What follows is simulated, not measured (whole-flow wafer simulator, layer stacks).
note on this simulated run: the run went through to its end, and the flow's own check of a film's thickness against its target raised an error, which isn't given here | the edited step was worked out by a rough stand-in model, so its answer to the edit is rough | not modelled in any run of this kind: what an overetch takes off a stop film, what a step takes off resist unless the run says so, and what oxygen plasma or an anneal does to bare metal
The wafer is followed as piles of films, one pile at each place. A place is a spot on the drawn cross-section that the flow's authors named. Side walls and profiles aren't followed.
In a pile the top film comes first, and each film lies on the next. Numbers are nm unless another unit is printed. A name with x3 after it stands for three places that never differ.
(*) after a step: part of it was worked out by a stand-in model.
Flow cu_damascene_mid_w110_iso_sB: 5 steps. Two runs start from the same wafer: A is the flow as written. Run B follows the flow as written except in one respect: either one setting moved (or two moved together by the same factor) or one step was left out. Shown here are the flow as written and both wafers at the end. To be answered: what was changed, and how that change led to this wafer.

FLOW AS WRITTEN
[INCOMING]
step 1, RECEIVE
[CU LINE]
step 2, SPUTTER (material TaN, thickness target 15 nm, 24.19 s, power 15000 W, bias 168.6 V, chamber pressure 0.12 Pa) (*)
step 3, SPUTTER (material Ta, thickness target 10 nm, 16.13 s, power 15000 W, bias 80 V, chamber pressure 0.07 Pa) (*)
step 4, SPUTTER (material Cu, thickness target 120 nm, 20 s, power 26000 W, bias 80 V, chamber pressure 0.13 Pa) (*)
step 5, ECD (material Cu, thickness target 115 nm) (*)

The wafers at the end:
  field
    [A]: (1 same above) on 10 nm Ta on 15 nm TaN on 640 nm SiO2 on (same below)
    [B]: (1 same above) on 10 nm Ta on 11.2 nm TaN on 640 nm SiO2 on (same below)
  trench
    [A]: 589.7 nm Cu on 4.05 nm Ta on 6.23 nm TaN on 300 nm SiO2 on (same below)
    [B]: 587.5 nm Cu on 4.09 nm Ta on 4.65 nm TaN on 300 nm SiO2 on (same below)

What caused this: step 2, SPUTTER: thickness target 11.2 nm was run, whereas the flow has thickness target 15 nm; step 2, SPUTTER: 18.14 s was run, where the flow has 24.19 s.
The wafer lets one read it off: field has TaN 11.2, and step 2 as written asks for 15 nm.

The path from the change to this, step by step:
  step 2, SPUTTER (material TaN, thickness target 15 nm, 24.19 s, power 15000 W, bias 168.6 V, chamber pressure 0.12 Pa) (*)
      field: A TaN gains 15 (new film) | B TaN gains 11.2 (new film)
      trench: A TaN gains 6.23 (new film) | B TaN gains 4.65 (new film)
